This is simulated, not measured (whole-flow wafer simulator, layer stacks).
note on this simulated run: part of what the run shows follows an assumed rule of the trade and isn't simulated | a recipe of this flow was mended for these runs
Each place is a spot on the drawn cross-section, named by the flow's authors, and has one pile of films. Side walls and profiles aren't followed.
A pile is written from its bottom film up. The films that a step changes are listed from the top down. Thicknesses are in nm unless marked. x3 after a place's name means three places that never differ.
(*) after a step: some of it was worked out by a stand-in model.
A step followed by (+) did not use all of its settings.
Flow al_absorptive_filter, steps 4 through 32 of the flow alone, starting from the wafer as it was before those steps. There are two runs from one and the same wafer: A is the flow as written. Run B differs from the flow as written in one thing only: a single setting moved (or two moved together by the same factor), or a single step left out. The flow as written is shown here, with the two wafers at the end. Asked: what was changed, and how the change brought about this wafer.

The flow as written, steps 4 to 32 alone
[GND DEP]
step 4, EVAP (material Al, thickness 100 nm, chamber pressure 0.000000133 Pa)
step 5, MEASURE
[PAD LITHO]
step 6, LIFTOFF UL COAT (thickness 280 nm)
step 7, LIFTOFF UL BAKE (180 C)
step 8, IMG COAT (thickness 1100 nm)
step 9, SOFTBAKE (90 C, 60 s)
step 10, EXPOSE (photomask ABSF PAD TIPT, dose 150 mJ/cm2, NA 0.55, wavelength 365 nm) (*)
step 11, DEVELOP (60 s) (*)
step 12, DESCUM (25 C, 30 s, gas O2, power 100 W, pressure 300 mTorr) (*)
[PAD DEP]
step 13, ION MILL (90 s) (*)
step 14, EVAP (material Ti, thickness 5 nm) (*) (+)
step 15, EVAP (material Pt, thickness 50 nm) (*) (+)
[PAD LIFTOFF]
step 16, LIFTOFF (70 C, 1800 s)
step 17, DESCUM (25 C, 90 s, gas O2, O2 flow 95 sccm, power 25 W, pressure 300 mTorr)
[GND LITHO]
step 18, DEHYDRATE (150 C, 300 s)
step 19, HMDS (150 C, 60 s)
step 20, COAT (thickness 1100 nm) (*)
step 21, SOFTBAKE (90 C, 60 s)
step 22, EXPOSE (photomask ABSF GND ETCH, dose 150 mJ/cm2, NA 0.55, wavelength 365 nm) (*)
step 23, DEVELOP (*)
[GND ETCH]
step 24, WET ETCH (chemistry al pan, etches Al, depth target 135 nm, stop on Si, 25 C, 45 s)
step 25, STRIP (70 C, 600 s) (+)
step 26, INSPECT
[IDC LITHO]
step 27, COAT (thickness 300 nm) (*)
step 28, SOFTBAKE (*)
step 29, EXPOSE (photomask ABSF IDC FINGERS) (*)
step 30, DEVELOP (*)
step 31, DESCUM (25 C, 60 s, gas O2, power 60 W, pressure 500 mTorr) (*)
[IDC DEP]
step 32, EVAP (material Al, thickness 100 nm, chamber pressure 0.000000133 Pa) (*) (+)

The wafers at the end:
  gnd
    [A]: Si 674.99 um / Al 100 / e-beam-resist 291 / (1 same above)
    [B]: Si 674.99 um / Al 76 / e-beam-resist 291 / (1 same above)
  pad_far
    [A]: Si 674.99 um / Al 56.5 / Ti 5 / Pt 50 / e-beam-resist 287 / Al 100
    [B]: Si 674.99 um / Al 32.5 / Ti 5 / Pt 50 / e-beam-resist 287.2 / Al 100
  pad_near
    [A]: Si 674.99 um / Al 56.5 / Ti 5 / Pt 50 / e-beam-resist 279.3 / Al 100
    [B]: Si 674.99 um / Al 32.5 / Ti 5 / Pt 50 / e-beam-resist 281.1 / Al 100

What caused this: step 4, EVAP: thickness 76 nm was run, while the flow as written has thickness 100 nm.
The wafer itself shows it: gnd has Al 76, and step 4 as written asks for 100 nm.

The path from the change to this, step by step:
  step 4, EVAP (material Al, thickness 100 nm, chamber pressure 0.000000133 Pa)
      gnd, pad_far, pad_near and 11 more: A Al gains 100 (new film) | B Al gains 76 (new film)
  step 24, WET ETCH (chemistry al pan, etches Al, depth target 135 nm, stop on Si, 25 C, 45 s)
      res, xl_gap, idc_field x2, idc_line: A Al loses 86.7 (all of it) | B Al loses 62.7 (all of it)
  step 27, COAT (thickness 300 nm) (*)
      ledge: A e-beam-resist gains 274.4 (new film) | B e-beam-resist gains 281.4 (new film)
      res: A e-beam-resist gains 349.6 (new film) | B e-beam-resist gains 338.2 (new film)
      (also at 1 further place)
